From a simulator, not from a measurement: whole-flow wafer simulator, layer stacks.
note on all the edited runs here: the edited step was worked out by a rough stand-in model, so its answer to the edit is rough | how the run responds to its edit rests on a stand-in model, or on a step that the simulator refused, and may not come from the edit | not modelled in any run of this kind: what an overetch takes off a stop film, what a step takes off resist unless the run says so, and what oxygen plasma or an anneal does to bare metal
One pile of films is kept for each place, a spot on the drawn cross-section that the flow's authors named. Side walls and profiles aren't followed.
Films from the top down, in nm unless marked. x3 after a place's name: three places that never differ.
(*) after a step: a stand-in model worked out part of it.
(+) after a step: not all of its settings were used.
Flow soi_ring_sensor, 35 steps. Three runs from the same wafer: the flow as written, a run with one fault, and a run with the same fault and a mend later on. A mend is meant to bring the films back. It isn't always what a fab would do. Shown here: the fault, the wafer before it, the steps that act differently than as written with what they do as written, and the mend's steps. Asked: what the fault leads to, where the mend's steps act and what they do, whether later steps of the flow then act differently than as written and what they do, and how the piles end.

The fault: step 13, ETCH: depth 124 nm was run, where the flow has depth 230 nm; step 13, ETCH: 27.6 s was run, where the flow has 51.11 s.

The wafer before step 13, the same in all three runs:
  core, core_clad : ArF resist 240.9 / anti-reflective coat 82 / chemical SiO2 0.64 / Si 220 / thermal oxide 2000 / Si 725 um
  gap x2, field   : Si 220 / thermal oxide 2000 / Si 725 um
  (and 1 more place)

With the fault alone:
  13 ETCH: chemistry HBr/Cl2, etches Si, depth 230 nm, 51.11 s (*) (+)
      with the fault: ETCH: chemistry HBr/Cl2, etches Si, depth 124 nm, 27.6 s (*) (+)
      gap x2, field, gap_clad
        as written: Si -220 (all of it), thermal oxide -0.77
        with the fault: Si -124
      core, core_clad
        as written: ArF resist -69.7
        with the fault: ArF resist -37.6
  Later steps of the flow that act differently than as written (1 more step differs only slightly, by at most 2% or 0.5 nm, whichever is larger, and isn't shown):
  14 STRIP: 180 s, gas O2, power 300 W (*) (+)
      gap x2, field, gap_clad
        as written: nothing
        with the fault: chemical SiO2 +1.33 (new film), Si -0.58
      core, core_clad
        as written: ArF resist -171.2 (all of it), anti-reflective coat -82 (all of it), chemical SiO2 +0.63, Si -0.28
        with the fault: ArF resist -203.3 (all of it), anti-reflective coat -82 (all of it), chemical SiO2 +0.62, Si -0.27
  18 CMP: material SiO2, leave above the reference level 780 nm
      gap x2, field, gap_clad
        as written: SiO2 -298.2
        with the fault: SiO2 -395.8
  At the end the piles differ from the flow's by more than 2% or 0.5 nm, whichever is larger, at field.
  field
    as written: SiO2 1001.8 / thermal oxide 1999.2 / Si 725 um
    with the fault: SiO2 904.2 / chemical SiO2 1.33 / Si 95.4 / thermal oxide 2000 / Si 725 um

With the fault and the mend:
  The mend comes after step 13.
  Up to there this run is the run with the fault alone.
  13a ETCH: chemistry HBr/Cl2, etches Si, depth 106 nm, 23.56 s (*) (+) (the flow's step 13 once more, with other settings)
      gap x2, field, gap_clad
        Si -96 (all of it), thermal oxide -0.77
      core, core_clad
        ArF resist -32.1
  No later step of the flow acts differently than as written, at any place that is followed, by more than 2% or 0.5 nm, whichever is larger.
  At the end the piles are the same as the flow's at every place that both follow.
